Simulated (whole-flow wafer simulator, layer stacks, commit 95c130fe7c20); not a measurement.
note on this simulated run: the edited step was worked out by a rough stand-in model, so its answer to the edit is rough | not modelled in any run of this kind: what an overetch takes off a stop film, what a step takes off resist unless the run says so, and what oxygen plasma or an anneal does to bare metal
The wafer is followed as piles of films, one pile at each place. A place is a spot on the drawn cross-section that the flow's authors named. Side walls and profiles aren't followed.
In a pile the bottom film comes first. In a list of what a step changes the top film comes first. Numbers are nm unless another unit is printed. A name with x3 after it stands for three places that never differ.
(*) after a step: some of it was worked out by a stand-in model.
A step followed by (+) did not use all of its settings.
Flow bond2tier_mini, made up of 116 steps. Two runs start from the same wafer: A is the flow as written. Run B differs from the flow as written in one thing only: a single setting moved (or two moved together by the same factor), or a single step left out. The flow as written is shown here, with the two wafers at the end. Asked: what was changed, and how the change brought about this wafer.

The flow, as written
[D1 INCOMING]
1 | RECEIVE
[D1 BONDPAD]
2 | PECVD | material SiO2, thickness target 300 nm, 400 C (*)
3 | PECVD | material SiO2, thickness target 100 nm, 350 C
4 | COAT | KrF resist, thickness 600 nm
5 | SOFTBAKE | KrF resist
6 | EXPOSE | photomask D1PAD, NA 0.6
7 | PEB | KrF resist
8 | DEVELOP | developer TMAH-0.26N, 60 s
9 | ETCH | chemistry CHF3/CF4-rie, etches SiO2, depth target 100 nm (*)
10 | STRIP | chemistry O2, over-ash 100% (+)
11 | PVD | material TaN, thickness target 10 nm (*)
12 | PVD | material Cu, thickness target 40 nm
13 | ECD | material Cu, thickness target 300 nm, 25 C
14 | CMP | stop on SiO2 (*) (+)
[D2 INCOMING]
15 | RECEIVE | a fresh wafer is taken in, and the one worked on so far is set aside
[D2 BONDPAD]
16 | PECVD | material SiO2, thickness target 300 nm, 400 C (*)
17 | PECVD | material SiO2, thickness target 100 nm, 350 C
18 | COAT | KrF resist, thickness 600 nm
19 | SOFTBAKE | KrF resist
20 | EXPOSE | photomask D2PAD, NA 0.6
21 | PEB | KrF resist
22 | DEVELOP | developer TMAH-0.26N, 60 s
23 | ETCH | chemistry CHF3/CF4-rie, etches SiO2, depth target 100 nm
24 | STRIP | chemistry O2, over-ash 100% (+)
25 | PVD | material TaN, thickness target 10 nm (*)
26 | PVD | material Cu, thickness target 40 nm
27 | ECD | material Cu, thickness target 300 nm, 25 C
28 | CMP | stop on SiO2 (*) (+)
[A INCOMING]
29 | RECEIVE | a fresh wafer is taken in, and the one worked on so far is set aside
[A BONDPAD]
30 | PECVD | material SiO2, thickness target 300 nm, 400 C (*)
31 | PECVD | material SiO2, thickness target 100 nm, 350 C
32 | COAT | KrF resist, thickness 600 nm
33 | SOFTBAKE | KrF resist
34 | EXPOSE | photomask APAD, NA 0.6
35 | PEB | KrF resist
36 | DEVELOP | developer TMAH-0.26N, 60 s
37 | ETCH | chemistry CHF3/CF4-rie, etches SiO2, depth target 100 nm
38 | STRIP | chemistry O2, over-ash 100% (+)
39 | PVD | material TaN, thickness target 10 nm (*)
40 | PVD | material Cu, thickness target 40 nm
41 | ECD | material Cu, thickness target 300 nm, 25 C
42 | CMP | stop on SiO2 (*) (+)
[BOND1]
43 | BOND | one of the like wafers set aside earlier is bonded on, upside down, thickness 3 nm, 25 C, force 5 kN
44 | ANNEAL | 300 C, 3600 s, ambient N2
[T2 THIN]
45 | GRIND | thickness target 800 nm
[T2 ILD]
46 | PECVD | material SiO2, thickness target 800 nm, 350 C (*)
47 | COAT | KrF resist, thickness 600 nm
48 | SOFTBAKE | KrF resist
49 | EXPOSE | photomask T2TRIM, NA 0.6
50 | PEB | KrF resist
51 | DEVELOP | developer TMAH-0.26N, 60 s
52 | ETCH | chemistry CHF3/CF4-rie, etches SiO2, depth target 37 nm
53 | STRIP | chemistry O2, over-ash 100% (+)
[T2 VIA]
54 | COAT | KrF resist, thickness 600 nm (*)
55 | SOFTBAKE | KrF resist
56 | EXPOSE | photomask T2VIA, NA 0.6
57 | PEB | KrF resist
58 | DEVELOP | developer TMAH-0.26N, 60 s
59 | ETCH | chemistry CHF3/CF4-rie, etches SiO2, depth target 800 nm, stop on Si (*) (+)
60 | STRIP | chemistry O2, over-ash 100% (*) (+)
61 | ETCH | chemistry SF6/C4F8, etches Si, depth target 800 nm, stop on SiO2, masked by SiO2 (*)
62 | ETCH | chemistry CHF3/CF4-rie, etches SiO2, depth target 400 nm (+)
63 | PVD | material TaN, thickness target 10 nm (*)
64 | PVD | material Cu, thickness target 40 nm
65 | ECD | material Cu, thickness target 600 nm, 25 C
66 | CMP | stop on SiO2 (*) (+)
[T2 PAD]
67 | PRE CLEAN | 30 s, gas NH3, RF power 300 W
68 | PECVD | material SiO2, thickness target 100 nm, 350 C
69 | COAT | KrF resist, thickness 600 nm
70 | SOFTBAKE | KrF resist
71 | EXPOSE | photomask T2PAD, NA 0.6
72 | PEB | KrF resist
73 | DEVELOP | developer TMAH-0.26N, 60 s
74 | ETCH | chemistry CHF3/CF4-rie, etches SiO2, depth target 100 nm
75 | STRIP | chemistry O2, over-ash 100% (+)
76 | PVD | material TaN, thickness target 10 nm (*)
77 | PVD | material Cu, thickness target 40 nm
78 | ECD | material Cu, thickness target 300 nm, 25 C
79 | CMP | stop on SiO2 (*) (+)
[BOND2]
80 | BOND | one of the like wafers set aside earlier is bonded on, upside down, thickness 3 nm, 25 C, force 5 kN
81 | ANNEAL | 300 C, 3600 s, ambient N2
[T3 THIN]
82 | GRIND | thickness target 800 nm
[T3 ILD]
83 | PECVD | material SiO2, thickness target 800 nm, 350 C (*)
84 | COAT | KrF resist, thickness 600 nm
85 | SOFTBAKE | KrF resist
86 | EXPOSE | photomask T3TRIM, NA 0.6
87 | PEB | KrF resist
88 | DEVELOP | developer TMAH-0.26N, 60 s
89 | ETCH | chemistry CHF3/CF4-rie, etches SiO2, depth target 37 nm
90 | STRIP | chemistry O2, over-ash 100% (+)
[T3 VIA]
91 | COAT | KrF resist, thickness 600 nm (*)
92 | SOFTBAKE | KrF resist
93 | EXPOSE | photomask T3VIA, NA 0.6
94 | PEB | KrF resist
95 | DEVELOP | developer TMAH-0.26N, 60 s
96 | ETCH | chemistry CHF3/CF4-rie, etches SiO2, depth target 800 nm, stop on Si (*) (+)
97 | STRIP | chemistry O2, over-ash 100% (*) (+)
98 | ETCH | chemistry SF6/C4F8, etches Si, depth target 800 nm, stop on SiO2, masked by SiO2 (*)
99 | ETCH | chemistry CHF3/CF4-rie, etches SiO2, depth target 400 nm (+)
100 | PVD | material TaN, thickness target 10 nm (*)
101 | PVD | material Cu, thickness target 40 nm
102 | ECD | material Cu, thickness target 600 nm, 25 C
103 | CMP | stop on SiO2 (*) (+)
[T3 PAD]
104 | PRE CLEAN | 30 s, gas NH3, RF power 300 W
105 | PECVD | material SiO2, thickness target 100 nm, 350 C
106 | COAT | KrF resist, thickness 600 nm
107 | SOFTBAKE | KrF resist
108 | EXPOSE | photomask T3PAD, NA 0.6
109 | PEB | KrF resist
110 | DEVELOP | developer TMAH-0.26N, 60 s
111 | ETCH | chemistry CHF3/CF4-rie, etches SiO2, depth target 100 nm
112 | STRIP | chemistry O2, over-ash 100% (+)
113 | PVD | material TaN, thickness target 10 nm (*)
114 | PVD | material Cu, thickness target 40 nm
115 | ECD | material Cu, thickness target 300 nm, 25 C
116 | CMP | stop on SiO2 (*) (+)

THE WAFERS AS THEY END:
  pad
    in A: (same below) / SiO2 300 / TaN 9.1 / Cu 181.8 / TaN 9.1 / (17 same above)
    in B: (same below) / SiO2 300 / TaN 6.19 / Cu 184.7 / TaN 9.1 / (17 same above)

Cause: step 39, PVD: thickness target 6.8 nm was run, though the flow has thickness target 10 nm.

Step by step, how the change led to this:
  39 | PVD | material TaN, thickness target 10 nm (*)
      field: A +10 TaN (new film) | B +6.8 TaN (new film)
      pad: A +9.1 TaN (new film) | B +6.19 TaN (new film)
      (also at 1 further place)
  42 | CMP | stop on SiO2 (*) (+)
      field: A -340 Cu (all of it), -10 TaN (all of it) | B -340 Cu (all of it), -6.8 TaN (all of it)
